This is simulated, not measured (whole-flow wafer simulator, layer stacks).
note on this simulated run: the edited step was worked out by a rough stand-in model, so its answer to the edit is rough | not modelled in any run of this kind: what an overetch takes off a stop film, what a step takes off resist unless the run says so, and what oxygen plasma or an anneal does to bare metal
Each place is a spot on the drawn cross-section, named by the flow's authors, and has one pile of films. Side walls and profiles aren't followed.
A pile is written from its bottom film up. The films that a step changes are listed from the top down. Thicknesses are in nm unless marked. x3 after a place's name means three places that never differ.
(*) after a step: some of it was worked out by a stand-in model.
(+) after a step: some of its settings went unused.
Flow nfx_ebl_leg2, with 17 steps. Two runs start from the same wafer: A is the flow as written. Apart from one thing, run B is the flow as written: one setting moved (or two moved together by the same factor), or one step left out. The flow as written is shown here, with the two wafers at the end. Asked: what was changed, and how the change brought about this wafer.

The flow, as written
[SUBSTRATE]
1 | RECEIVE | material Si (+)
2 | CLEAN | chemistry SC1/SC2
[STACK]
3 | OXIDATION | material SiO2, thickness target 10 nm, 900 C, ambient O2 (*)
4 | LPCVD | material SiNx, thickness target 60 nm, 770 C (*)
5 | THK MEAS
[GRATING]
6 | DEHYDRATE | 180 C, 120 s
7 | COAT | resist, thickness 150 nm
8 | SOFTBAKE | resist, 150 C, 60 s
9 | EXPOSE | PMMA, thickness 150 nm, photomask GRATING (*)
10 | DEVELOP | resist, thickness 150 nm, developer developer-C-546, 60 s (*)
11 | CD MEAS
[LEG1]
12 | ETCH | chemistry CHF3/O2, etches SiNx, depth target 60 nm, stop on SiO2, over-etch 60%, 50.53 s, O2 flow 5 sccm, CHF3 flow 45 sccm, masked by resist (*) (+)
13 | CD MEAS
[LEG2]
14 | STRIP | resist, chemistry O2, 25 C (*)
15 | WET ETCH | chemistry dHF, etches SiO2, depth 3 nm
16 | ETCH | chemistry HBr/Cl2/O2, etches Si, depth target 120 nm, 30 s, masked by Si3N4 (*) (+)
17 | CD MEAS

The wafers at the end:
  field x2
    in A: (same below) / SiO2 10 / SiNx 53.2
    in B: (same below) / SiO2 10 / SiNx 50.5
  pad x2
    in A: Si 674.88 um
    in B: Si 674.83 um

Cause: step 16, ETCH: depth target 168 nm was run, whereas the flow has depth target 120 nm; step 16, ETCH: 42 s was run, where the flow has 30 s.

The path from the change to this, step by step:
  16 | ETCH | chemistry HBr/Cl2/O2, etches Si, depth target 120 nm, 30 s, masked by Si3N4 (*) (+)
      field x2: A SiNx loses 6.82 | B SiNx loses 9.55
      pad x2: A Si loses 120 | B Si loses 168
